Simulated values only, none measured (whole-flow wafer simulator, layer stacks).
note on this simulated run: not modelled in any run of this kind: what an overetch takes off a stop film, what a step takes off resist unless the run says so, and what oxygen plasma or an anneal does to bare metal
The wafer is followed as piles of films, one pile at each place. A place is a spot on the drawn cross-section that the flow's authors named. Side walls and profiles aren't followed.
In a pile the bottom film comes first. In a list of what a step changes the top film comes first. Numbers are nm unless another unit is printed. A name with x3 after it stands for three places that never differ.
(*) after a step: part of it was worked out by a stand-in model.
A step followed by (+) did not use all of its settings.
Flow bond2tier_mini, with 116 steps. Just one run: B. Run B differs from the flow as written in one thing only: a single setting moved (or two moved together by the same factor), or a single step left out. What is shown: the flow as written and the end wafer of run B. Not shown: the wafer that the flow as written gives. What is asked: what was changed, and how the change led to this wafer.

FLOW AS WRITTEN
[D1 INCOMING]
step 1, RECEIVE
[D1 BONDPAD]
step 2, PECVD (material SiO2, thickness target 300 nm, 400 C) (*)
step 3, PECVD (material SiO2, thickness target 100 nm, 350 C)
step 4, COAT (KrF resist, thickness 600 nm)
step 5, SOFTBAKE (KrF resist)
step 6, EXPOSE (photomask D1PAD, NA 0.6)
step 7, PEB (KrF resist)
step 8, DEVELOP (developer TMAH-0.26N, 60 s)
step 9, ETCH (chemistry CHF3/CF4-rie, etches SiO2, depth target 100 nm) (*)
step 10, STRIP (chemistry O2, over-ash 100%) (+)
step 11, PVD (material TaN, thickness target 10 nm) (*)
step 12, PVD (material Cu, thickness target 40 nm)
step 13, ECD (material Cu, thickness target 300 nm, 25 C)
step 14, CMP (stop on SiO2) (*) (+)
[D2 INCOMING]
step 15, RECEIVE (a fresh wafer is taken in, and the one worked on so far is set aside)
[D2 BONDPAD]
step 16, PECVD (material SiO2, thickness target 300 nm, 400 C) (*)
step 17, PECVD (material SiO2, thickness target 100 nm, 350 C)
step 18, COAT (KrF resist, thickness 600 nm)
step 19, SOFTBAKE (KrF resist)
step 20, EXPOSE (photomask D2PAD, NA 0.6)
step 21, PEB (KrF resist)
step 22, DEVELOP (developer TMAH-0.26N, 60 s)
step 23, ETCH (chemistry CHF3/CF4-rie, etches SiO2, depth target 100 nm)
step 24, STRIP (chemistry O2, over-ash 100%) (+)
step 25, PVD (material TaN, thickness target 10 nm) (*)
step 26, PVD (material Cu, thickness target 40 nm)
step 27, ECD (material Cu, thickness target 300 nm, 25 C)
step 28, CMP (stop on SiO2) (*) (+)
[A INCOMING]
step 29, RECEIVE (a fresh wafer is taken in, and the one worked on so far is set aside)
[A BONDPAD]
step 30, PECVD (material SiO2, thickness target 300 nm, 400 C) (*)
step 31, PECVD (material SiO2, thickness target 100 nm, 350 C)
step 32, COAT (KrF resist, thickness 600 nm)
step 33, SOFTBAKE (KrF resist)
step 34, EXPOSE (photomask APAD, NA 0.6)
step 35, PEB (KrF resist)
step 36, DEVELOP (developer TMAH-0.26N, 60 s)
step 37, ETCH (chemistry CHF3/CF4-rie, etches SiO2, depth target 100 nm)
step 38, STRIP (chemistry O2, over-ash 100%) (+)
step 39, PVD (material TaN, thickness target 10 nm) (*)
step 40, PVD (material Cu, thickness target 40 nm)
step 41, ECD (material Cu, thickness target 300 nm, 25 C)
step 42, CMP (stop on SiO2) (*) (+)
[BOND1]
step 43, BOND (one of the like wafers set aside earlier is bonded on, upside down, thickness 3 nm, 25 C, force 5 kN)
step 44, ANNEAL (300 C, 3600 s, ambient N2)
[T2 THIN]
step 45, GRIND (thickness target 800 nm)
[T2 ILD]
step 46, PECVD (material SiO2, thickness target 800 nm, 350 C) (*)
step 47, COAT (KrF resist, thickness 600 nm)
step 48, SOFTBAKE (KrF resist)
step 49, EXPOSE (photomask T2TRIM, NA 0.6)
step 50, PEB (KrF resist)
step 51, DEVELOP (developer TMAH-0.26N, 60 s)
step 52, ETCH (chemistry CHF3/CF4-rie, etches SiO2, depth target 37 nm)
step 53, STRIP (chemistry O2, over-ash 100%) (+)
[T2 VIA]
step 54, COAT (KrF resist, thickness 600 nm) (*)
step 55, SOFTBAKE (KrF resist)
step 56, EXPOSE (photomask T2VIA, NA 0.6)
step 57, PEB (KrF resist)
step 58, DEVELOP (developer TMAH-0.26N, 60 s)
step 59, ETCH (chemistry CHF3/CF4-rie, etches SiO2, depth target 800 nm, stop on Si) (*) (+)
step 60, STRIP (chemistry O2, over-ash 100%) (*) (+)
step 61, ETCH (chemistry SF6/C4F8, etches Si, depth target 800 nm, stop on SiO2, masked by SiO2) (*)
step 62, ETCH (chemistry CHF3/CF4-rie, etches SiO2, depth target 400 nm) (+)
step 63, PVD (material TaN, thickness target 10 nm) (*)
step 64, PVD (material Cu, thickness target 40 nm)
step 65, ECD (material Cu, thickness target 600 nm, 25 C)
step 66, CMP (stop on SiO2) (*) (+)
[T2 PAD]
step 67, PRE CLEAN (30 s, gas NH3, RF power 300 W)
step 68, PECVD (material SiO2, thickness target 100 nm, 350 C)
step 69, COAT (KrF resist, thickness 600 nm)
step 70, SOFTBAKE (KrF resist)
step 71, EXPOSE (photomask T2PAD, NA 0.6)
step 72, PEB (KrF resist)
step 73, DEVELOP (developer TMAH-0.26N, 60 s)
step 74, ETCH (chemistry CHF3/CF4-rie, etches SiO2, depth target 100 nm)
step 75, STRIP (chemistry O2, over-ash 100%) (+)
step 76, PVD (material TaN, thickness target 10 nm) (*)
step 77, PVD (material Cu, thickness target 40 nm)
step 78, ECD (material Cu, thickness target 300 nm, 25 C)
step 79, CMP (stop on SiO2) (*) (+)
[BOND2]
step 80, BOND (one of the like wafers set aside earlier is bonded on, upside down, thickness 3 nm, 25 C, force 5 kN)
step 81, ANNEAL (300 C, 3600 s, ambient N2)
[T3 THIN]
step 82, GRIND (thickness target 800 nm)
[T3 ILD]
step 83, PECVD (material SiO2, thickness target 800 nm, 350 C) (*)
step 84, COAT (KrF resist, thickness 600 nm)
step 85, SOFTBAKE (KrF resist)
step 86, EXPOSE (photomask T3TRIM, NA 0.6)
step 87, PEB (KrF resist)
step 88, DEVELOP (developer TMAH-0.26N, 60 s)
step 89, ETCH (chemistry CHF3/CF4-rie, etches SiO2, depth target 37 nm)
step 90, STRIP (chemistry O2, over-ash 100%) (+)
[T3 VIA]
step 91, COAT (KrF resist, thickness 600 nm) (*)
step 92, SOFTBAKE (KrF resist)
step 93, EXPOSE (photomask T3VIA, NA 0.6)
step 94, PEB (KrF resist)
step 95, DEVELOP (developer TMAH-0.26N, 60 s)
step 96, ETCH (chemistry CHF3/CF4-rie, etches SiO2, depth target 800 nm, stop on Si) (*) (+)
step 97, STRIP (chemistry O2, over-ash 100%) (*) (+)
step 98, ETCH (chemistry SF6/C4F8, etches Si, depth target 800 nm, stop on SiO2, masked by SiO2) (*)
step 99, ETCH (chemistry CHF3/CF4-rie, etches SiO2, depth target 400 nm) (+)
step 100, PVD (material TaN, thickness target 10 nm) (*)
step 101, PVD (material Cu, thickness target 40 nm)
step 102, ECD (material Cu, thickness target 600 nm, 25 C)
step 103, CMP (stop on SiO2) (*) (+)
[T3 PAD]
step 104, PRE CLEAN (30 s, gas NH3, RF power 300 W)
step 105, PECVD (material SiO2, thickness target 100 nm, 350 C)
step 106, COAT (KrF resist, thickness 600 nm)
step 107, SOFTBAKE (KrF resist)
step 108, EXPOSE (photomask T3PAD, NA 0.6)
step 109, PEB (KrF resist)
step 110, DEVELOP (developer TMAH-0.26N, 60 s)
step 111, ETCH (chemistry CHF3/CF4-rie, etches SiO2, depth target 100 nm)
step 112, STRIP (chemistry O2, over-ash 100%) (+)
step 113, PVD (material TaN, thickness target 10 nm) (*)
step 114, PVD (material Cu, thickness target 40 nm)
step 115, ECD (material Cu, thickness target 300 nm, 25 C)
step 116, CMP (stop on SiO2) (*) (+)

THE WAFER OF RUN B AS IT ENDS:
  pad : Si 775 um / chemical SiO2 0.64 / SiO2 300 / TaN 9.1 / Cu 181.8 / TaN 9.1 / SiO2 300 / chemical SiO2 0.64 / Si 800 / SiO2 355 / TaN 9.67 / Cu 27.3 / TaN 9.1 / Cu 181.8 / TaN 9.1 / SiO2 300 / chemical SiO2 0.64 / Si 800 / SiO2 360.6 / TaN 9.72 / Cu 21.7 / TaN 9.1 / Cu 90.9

Cause: step 89, ETCH: depth target 31.4 nm was run, while the flow as written has depth target 37 nm.

The path from the change to this, step by step:
  step 89, ETCH (chemistry CHF3/CF4-rie, etches SiO2, depth target 37 nm)
      field: KrF resist loses 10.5 (it would be, as written: KrF resist loses 12.3)
      pad: SiO2 loses 31.4 (it would be, as written: SiO2 loses 37)
